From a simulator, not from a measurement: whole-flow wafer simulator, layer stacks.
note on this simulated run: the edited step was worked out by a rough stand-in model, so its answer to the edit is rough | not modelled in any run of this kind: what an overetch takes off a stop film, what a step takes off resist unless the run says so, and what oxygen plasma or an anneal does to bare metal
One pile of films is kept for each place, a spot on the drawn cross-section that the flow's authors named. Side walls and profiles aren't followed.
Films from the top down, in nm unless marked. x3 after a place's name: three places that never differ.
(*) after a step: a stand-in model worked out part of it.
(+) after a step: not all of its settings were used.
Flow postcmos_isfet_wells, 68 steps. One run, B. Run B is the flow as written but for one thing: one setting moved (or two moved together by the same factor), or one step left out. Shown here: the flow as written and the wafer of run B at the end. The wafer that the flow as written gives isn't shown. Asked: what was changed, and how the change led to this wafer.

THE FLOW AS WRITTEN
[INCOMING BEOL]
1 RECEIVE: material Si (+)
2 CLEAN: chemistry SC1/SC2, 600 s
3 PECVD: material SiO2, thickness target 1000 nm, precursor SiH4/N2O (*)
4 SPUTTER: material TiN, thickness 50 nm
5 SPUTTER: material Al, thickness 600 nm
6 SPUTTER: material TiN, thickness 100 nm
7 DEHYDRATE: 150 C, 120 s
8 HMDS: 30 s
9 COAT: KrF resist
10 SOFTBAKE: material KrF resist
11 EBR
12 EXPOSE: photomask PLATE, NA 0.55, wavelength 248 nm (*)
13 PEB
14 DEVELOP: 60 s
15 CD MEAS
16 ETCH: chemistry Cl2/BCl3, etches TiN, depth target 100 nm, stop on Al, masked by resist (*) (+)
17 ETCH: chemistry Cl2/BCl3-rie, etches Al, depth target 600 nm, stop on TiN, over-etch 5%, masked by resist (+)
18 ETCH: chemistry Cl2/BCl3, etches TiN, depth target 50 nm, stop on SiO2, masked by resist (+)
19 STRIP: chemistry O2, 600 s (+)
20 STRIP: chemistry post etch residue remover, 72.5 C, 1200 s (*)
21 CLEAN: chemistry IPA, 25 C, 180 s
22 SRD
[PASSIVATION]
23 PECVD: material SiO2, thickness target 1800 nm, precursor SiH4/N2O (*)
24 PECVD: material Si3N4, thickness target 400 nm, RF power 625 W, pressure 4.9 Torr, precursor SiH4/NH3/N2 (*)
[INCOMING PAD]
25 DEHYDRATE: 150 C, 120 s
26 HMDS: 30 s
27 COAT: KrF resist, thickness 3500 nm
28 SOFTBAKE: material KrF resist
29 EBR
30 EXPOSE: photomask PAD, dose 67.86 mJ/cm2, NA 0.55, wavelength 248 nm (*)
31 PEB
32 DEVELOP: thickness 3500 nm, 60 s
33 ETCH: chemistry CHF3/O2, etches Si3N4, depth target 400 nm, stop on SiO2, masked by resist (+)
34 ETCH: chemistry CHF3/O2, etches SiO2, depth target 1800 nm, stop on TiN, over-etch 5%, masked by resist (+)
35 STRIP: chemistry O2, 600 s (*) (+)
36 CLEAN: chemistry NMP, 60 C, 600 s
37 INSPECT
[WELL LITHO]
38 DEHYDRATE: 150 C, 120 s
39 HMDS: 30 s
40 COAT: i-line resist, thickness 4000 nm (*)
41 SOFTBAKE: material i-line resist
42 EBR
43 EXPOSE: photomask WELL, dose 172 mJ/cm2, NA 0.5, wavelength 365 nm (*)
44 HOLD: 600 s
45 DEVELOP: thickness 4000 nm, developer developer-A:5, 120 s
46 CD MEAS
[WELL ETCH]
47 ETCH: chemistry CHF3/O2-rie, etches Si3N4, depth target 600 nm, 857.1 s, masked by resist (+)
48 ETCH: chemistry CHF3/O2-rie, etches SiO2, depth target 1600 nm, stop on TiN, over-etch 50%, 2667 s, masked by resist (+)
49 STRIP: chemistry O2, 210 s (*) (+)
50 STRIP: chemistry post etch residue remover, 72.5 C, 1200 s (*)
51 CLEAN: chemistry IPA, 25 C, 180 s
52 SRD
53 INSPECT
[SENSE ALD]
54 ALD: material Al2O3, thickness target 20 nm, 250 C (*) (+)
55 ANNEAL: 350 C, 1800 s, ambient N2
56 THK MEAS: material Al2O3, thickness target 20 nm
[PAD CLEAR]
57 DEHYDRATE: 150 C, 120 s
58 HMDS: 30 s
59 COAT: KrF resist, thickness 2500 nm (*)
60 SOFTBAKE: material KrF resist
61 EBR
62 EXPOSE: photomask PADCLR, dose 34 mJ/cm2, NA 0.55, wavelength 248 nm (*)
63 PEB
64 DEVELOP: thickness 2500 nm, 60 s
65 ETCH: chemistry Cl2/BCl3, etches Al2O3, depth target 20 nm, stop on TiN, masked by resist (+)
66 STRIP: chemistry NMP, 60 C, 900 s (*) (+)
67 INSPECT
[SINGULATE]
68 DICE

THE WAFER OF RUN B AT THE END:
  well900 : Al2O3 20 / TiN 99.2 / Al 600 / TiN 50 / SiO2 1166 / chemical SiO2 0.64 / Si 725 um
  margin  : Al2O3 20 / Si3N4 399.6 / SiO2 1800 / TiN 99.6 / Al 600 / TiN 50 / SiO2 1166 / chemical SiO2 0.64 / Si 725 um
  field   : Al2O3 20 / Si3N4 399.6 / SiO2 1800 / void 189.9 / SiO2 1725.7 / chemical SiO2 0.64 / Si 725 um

The cause: step 3, PECVD: thickness target 1166 nm was run, where the flow has thickness target 1000 nm.
It can be read off the wafer: well900 has SiO2 1166, and step 3 as written asks for 1000 nm.

How the change led to this, step by step:
  3 PECVD: material SiO2, thickness target 1000 nm, precursor SiH4/N2O (*)
      field, margin, well900, well1300 x3, pad_rim, pad_clr, pad_open: SiO2 +1166 (new film) (as written it would be: SiO2 +1000 (new film))
